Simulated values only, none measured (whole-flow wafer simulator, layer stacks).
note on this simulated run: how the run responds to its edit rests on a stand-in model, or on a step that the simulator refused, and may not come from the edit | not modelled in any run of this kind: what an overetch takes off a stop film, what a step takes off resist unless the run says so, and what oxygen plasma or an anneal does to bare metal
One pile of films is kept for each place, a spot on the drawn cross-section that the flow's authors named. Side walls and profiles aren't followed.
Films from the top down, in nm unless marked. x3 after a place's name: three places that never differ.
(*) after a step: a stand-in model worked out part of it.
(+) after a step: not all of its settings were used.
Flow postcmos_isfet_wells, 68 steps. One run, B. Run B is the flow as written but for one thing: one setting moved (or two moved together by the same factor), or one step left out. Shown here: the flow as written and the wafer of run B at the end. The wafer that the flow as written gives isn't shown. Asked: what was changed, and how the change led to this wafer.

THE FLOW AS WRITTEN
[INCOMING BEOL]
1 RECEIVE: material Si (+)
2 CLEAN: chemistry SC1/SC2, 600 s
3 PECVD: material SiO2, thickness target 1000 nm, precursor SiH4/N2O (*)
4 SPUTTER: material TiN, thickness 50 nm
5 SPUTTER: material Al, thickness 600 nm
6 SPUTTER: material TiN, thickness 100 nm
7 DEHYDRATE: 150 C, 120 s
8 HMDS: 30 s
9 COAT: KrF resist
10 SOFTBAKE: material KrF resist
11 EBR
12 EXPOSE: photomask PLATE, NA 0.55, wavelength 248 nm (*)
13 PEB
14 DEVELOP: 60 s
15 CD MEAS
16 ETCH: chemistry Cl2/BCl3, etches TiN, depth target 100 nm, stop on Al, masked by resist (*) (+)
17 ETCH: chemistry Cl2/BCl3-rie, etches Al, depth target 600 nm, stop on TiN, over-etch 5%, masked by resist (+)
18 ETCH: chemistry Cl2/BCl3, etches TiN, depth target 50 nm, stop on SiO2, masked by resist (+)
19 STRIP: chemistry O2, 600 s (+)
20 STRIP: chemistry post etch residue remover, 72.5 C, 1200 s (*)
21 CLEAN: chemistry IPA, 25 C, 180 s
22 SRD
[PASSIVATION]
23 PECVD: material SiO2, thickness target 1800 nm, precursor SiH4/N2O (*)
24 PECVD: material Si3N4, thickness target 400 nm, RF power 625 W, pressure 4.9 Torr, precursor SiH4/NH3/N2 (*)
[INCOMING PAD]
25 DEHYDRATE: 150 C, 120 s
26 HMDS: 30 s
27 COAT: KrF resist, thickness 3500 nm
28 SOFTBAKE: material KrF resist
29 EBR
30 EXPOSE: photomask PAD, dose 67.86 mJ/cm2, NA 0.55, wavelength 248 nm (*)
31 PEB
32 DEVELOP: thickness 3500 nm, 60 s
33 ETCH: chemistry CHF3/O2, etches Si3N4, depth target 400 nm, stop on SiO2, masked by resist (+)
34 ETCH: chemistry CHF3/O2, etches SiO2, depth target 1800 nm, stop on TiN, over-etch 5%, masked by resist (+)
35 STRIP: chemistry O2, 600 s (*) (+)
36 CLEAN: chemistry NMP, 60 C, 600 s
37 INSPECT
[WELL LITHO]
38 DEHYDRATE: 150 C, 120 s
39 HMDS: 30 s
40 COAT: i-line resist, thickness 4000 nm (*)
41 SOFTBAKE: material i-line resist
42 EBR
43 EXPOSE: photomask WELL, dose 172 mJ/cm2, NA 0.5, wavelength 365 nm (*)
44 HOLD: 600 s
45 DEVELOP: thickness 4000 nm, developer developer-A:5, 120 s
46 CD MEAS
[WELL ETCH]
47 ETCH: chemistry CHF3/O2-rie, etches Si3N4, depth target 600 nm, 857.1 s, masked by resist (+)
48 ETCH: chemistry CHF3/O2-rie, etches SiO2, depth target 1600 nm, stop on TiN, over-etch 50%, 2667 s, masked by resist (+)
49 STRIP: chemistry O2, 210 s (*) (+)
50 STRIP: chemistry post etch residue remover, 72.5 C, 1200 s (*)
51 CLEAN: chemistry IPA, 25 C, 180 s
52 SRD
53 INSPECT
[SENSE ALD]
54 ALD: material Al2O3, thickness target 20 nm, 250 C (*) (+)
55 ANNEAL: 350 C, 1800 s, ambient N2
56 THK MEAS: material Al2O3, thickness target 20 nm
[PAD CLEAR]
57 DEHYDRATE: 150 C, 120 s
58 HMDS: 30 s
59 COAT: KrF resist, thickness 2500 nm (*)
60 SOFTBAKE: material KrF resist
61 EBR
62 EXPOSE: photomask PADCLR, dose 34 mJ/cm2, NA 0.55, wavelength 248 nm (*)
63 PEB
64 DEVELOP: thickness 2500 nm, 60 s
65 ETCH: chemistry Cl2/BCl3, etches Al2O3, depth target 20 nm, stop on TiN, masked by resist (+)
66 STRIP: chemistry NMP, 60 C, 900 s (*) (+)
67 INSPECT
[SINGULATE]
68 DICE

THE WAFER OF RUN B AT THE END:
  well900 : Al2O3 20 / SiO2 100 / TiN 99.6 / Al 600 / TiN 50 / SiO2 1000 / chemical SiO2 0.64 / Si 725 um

The cause: step 48, ETCH: depth target 1000 nm was run, where the flow has depth target 1600 nm.

How the change led to this, step by step:
  48 ETCH: chemistry CHF3/O2-rie, etches SiO2, depth target 1600 nm, stop on TiN, over-etch 50%, 2667 s, masked by resist (+)
      well900, well1300 x3: SiO2 -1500 (as written it would be: SiO2 -1600 (all of it))
      field, margin, pad_rim, pad_clr, pad_open: i-line resist -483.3 (as written it would be: i-line resist -773.3)
  49 STRIP: chemistry O2, 210 s (*) (+)
      field, margin, pad_rim: i-line resist -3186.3 (all of it) (as written it would be: i-line resist -2896.3 (all of it))
      pad_clr: i-line resist -2286.5 (all of it) (as written it would be: i-line resist -1996.5 (all of it))
      (and at 1 more place)
  59 COAT: KrF resist, thickness 2500 nm (*)
      field: KrF resist +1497 (new film) (as written it would be: KrF resist +1449 (new film))
      margin: KrF resist +1496.9 (new film) (as written it would be: KrF resist +1448.9 (new film))
  66 STRIP: chemistry NMP, 60 C, 900 s (*) (+)
      field: KrF resist -1447.8 (all of it) (as written it would be: KrF resist -1400.1 (all of it))
      margin: KrF resist -1447.7 (all of it) (as written it would be: KrF resist -1400.1 (all of it))
